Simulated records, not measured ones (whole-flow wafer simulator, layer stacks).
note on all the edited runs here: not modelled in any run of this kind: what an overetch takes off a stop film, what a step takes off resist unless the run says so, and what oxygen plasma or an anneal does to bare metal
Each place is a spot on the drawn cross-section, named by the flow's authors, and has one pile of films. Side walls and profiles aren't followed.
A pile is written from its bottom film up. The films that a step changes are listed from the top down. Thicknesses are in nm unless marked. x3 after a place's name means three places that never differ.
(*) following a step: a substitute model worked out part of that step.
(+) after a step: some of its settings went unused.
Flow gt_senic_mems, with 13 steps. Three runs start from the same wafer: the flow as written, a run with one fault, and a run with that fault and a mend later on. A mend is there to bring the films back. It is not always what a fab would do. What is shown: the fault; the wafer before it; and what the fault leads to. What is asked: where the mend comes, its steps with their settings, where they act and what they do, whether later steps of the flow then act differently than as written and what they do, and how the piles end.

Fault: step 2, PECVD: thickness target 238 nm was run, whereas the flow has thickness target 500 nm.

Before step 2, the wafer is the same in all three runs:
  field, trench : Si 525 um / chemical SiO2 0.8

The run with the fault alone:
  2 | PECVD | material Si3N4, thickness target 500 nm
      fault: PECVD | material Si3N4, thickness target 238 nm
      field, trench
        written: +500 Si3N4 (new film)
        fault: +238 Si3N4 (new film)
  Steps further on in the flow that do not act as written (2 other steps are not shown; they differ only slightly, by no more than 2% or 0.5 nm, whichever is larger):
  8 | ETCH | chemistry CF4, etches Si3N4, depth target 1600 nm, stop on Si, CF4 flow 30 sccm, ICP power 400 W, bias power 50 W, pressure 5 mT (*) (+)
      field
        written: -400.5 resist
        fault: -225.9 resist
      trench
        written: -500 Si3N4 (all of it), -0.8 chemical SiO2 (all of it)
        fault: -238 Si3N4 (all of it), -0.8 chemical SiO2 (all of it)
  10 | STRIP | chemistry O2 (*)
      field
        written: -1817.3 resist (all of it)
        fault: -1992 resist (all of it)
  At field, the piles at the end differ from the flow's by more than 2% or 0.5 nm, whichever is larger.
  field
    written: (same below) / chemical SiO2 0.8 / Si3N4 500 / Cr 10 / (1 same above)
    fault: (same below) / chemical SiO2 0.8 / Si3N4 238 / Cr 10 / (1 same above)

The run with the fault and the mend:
  The mend follows step 2.
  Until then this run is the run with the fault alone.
  2a | PECVD | material Si3N4, thickness target 262 nm (the flow's step 2, run once more with other settings)
      field, trench
        +262 Si3N4
  Every later step of the flow that is run acts as written at every place that is followed.
  At every place that both follow, the piles at the end match the flow's.
